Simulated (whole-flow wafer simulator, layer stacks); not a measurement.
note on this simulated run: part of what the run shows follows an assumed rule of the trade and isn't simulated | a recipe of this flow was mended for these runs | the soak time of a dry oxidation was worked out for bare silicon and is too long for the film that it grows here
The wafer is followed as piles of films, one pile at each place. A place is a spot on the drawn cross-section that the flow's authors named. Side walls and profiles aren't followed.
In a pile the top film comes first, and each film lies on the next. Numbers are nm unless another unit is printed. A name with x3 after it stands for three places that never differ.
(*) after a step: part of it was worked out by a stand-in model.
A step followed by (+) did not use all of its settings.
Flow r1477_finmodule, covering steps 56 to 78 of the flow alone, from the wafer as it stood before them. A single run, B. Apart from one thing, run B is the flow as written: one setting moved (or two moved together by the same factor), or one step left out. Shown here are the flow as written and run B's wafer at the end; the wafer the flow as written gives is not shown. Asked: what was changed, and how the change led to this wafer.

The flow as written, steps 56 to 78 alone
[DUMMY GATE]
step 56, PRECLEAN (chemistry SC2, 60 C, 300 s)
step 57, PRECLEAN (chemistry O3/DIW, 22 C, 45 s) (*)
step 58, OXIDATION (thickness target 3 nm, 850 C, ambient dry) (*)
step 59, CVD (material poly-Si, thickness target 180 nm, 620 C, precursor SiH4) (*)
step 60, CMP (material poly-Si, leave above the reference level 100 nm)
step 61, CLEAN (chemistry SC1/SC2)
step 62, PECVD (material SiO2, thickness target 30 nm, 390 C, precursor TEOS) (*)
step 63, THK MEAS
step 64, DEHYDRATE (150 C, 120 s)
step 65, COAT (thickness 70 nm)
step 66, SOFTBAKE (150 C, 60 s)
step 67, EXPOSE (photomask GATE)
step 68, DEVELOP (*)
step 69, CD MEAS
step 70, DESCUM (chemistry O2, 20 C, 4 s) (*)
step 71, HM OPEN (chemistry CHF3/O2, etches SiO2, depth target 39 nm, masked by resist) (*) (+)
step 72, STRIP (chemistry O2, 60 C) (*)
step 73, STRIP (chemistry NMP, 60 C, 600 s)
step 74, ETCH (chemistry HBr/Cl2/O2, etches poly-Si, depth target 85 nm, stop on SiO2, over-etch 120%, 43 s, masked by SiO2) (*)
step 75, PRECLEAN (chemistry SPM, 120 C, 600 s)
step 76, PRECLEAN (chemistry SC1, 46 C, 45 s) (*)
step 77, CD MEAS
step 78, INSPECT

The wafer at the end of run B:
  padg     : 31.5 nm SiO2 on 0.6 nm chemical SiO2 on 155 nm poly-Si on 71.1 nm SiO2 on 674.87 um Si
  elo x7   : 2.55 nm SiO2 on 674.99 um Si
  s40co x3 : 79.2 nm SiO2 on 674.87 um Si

What caused this: step 62, PECVD: thickness target 39 nm was run, though the flow has thickness target 30 nm.

Step by step, how the change led to this:
  step 62, PECVD (material SiO2, thickness target 30 nm, 390 C, precursor TEOS) (*)
      pad, padg, elg x7 and 27 more: SiO2 gains 39 (new film) (it would be, as written: SiO2 gains 30 (new film))
  step 71, HM OPEN (chemistry CHF3/O2, etches SiO2, depth target 39 nm, masked by resist) (*) (+)
      pad, elo x7, eso x6, e200so, s40co x3: SiO2 loses 39 (all of it) (it would be, as written: SiO2 loses 30 (all of it), chemical SiO2 loses 0.6 (all of it), poly-Si loses 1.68)
  step 72, STRIP (chemistry O2, 60 C) (*)
      pad, elo x7, eso x6, e200so, s40co x3: chemical SiO2 gains 0.54, poly-Si loses 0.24 (it would be, as written: chemical SiO2 gains 1.12 (new film), poly-Si loses 0.49)
